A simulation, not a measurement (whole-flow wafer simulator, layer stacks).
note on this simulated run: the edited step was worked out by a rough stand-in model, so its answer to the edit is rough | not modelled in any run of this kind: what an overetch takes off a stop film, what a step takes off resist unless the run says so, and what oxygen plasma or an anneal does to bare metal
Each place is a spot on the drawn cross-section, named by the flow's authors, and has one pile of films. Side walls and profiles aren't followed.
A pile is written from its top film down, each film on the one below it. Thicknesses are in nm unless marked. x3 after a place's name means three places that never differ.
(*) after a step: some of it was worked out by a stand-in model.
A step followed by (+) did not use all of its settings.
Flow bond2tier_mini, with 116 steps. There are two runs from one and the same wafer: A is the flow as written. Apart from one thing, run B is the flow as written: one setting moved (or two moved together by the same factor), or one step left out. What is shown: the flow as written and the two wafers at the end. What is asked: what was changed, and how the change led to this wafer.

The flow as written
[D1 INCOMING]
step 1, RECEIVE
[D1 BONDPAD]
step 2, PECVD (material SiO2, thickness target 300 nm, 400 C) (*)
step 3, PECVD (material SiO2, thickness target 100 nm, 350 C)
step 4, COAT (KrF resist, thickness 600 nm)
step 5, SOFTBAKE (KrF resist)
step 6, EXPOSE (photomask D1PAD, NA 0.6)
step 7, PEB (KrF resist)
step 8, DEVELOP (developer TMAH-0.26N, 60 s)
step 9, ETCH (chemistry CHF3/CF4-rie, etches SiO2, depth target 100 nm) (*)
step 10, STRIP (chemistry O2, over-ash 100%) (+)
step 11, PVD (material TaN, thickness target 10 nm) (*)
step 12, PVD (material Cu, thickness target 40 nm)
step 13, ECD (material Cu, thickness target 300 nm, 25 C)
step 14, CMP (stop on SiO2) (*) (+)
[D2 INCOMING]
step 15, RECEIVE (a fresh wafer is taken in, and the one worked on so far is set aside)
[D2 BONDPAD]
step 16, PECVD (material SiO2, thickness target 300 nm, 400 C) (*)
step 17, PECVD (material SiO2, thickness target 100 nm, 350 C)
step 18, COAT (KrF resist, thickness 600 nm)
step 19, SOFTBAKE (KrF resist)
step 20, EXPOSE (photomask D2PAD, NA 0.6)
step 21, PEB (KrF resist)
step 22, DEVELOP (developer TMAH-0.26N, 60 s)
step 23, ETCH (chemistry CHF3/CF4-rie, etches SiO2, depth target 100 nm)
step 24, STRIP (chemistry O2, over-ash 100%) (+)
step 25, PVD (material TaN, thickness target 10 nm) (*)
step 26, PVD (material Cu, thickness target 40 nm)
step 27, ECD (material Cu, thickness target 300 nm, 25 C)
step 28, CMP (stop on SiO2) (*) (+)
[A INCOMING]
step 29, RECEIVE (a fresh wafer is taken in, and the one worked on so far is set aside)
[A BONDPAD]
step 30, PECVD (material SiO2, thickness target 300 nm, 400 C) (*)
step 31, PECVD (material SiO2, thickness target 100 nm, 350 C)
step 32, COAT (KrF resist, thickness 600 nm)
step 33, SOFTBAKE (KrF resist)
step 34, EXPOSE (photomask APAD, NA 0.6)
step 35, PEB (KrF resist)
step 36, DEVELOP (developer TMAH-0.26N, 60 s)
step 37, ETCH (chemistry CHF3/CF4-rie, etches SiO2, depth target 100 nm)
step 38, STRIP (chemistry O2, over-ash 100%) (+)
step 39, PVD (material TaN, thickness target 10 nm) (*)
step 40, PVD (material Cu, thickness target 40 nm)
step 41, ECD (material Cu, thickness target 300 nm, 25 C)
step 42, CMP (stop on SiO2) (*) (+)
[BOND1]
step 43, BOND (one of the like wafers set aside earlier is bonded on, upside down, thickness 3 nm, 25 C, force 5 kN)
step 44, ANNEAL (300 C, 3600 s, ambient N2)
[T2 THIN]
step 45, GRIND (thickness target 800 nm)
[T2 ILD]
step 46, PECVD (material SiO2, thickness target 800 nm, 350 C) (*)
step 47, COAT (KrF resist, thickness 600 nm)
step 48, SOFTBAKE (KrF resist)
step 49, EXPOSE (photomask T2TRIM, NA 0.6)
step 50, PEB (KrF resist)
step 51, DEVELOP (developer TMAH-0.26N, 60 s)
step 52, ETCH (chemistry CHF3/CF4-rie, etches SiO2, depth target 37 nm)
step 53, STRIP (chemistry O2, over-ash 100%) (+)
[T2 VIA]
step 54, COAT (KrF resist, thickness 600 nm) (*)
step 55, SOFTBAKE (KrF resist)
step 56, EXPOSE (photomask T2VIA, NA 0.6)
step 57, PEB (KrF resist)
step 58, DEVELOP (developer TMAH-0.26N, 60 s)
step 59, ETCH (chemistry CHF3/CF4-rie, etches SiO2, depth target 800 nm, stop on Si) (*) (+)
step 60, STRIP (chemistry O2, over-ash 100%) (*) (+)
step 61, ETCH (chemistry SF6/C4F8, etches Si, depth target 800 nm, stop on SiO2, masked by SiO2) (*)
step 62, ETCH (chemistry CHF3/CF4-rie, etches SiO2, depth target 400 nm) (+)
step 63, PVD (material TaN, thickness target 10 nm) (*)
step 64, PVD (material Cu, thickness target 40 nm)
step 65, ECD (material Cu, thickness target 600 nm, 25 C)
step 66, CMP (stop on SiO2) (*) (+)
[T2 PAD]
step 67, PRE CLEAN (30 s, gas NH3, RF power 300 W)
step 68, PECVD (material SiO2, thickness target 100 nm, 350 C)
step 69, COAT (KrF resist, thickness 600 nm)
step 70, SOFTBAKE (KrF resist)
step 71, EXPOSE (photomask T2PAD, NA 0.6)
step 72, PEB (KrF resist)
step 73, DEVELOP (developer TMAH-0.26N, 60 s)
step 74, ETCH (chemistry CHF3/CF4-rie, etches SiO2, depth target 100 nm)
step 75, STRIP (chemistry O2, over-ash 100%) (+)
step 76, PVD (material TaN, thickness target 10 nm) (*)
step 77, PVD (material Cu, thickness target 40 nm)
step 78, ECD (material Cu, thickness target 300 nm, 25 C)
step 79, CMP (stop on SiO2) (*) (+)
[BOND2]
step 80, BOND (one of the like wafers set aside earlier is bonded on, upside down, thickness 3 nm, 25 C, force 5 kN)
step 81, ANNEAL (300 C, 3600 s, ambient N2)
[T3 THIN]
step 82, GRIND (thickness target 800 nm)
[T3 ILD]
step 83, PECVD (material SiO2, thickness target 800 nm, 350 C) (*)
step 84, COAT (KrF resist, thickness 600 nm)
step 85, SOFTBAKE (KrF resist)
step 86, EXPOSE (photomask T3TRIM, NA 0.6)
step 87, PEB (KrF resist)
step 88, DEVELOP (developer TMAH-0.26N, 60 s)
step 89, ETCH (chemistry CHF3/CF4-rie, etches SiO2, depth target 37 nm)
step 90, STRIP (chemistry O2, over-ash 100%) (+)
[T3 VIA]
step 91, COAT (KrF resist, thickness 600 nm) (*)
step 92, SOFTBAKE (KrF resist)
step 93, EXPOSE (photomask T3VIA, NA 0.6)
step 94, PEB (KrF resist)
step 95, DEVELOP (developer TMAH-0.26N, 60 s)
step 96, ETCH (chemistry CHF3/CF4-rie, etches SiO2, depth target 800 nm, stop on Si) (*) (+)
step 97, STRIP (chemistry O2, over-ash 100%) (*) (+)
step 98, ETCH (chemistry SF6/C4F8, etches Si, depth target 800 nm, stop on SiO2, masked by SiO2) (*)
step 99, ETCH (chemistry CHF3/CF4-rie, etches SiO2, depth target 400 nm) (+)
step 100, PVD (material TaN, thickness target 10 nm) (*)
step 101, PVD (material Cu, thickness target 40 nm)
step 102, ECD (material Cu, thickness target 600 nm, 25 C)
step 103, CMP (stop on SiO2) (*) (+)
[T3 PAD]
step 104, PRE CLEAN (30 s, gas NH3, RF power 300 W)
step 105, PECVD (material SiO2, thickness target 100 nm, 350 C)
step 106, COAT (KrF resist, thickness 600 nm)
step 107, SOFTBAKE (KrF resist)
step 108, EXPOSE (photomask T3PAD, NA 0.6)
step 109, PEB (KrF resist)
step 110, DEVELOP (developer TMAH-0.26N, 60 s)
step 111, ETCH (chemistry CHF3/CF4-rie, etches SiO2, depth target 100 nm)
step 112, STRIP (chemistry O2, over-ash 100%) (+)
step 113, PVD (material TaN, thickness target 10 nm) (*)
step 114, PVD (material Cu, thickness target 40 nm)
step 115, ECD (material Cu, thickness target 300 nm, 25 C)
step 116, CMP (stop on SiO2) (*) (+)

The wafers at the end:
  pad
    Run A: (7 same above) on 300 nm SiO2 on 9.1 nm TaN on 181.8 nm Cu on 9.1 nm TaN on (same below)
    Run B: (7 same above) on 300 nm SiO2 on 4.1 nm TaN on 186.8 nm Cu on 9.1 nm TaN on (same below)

Cause: step 25, PVD: thickness target 4.5 nm was run, whereas the flow has thickness target 10 nm.

Step by step, how the change led to this:
  step 25, PVD (material TaN, thickness target 10 nm) (*)
      field: A TaN gains 10 (new film) | B TaN gains 4.5 (new film)
      pad: A TaN gains 9.1 (new film) | B TaN gains 4.1 (new film)
      (as well as at 1 more place)
  step 28, CMP (stop on SiO2) (*) (+)
      field: A Cu loses 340 (all of it), TaN loses 10 (all of it) | B Cu loses 340 (all of it), TaN loses 4.5 (all of it)
  step 80, BOND (one of the like wafers set aside earlier is bonded on, upside down, thickness 3 nm, 25 C, force 5 kN)
      pad: A Si gains 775 um (new film), chemical SiO2 gains 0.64 (new film), SiO2 gains 300 (new film), TaN gains 9.1 (new film), Cu gains 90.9 | B Si gains 775 um (new film), chemical SiO2 gains 0.64 (new film), SiO2 gains 300 (new film), TaN gains 4.1 (new film), Cu gains 95.9
